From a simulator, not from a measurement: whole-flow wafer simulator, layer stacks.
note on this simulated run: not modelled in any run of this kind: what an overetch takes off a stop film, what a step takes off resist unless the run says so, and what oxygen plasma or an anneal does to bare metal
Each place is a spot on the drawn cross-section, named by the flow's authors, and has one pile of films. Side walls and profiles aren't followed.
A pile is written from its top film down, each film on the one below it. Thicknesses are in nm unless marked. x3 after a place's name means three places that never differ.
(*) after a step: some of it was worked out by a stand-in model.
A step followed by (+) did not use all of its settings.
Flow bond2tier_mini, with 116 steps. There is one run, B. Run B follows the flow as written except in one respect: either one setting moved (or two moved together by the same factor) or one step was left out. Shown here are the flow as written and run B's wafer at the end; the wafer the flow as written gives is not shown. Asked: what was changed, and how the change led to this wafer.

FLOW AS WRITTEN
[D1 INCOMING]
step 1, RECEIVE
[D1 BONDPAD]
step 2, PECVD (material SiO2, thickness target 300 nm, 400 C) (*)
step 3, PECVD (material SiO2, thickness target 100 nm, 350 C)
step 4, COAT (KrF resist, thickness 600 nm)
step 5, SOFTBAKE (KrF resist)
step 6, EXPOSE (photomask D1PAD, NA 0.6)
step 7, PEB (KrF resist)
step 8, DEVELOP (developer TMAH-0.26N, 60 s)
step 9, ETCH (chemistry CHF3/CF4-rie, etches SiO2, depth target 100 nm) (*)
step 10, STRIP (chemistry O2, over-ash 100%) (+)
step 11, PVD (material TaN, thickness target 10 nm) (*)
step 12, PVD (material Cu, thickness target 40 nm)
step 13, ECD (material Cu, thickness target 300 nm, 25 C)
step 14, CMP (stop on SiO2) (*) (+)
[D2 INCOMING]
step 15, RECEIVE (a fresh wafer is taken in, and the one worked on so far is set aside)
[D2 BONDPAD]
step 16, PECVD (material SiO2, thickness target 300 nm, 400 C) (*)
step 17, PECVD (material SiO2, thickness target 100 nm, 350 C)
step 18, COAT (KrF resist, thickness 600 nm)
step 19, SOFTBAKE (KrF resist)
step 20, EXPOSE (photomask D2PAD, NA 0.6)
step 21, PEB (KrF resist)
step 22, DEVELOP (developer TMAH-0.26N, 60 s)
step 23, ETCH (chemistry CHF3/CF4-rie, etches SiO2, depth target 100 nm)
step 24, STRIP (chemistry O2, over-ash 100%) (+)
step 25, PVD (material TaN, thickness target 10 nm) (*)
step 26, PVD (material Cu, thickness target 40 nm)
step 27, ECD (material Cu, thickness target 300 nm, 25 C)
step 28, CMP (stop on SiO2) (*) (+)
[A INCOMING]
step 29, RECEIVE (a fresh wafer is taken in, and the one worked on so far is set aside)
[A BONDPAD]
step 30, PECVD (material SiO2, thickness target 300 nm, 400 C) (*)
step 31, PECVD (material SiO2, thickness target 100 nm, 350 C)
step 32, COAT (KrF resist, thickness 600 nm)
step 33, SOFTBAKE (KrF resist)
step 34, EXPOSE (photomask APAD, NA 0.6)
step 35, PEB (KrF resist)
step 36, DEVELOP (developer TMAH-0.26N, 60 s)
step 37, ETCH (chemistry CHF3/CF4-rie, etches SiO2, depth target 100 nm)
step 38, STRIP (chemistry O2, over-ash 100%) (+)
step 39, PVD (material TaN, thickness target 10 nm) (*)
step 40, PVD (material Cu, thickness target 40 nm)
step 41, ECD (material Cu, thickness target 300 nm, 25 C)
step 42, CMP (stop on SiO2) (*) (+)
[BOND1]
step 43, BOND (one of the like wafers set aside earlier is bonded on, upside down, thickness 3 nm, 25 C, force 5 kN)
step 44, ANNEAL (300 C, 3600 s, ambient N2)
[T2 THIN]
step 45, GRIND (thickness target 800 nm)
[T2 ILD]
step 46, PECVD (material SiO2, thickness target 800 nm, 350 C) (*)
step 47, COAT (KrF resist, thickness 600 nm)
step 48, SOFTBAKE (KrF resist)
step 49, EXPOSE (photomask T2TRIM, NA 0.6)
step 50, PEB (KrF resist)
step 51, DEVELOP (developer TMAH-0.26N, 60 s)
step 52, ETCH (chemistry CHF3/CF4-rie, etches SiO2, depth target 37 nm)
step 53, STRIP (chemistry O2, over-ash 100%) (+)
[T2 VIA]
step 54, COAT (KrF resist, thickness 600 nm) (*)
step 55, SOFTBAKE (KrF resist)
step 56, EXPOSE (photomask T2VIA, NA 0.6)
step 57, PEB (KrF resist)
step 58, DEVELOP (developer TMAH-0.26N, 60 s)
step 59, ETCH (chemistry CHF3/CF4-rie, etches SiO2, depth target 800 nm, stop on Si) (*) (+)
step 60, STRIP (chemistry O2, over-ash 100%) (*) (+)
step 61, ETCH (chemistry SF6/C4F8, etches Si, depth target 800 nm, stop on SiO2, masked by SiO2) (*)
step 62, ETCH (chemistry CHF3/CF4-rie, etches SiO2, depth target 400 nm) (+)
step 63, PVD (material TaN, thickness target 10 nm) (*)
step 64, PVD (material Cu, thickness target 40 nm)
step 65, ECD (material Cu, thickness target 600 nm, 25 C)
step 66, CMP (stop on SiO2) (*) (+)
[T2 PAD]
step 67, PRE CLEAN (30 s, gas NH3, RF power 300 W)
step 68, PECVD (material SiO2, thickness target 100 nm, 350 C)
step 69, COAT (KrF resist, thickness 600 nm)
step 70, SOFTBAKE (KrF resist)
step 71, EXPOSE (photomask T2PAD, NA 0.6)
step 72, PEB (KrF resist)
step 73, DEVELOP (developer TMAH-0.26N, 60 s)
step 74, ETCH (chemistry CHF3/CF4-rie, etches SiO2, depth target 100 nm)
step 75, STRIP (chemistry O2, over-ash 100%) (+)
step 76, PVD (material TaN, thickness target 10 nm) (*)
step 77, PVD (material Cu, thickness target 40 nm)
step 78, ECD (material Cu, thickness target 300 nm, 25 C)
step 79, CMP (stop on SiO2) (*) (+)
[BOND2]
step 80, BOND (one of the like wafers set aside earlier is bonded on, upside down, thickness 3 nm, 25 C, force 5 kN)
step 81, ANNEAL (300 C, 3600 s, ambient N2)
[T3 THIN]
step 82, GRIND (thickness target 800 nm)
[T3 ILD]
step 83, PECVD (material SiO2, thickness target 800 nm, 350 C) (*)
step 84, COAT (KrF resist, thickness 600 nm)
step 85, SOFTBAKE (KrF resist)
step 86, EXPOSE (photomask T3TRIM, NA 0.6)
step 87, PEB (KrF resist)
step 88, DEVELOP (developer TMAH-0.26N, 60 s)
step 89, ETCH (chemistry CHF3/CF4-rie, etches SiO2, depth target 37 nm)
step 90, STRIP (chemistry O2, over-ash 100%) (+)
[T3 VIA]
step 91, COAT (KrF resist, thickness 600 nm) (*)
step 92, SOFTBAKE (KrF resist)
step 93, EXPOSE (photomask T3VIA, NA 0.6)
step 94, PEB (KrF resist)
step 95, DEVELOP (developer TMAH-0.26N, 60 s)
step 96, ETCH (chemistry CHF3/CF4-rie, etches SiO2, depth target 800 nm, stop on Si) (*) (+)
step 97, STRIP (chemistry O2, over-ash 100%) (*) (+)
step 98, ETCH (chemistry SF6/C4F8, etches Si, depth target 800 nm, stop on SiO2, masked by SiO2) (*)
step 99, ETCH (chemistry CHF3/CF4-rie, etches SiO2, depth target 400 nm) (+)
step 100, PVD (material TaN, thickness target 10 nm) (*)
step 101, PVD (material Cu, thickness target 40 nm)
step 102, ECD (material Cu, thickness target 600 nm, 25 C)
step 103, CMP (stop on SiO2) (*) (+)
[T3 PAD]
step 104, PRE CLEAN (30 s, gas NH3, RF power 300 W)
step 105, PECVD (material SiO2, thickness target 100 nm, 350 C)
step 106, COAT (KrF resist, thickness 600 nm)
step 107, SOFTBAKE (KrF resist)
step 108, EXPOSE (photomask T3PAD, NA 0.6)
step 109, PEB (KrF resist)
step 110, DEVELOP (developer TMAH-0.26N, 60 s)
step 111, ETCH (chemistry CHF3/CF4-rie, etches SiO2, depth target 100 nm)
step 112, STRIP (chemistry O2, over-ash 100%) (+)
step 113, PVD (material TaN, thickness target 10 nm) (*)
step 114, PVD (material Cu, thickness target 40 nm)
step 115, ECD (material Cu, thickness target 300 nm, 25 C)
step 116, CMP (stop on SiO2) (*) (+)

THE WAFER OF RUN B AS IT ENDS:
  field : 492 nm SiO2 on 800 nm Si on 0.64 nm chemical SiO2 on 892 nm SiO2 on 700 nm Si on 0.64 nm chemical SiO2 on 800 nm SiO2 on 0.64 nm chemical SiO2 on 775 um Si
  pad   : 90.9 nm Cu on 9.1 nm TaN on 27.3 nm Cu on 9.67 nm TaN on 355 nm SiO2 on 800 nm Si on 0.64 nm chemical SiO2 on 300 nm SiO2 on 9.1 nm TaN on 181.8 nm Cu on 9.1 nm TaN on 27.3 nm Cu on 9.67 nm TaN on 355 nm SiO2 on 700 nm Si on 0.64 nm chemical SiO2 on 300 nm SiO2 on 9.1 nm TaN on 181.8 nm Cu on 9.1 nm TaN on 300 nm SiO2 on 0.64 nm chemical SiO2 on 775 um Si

Cause: step 45, GRIND: thickness target 700 nm was run, though the flow has thickness target 800 nm.
The wafer itself shows it: field has Si 700, and step 45 as written asks for 800 nm.

The path from the change to this, step by step:
  step 45, GRIND (thickness target 800 nm)
      field, pad, via: -774.3 um Si (it would be, as written: -774.2 um Si)
